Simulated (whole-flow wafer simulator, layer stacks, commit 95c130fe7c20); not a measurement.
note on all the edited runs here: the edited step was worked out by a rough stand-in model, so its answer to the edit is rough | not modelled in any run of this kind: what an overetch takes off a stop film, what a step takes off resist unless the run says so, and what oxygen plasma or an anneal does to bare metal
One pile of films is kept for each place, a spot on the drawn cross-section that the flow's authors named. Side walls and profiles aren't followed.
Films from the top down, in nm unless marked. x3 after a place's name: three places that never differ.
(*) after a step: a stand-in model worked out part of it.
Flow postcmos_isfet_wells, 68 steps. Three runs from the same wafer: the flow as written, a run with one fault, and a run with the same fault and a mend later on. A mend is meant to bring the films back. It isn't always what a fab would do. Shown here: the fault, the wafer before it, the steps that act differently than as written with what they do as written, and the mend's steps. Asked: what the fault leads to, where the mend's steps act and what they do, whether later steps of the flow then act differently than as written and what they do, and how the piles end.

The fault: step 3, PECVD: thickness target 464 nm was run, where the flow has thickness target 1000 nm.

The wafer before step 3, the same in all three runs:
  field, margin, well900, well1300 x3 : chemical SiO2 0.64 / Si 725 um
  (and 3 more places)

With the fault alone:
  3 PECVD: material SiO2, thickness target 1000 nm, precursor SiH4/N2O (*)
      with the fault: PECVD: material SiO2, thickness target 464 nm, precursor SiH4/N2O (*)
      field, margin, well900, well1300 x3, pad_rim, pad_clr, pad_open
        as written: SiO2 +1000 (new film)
        with the fault: SiO2 +464 (new film)
  No later step of the flow acts differently than as written at any place that is followed.
  At the end the piles differ from the flow's by more than 2% or 0.5 nm, whichever is larger, at field, margin, well900, well1300 x3, pad_rim, pad_clr, pad_open.
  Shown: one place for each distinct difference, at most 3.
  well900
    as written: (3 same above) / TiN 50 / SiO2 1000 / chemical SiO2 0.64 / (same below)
    with the fault: (3 same above) / TiN 50 / SiO2 464 / chemical SiO2 0.64 / (same below)
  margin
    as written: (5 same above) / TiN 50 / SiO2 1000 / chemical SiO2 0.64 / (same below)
    with the fault: (5 same above) / TiN 50 / SiO2 464 / chemical SiO2 0.64 / (same below)
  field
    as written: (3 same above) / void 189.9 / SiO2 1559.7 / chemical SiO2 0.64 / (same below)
    with the fault: (3 same above) / void 189.9 / SiO2 1023.7 / chemical SiO2 0.64 / (same below)

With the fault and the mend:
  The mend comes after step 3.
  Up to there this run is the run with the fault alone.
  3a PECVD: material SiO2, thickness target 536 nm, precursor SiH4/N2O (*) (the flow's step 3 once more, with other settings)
      field, margin, well900, well1300 x3, pad_rim, pad_clr, pad_open
        SiO2 +536
  No later step of the flow acts differently than as written at any place that is followed.
  At the end the piles are the same as the flow's at every place that both follow.
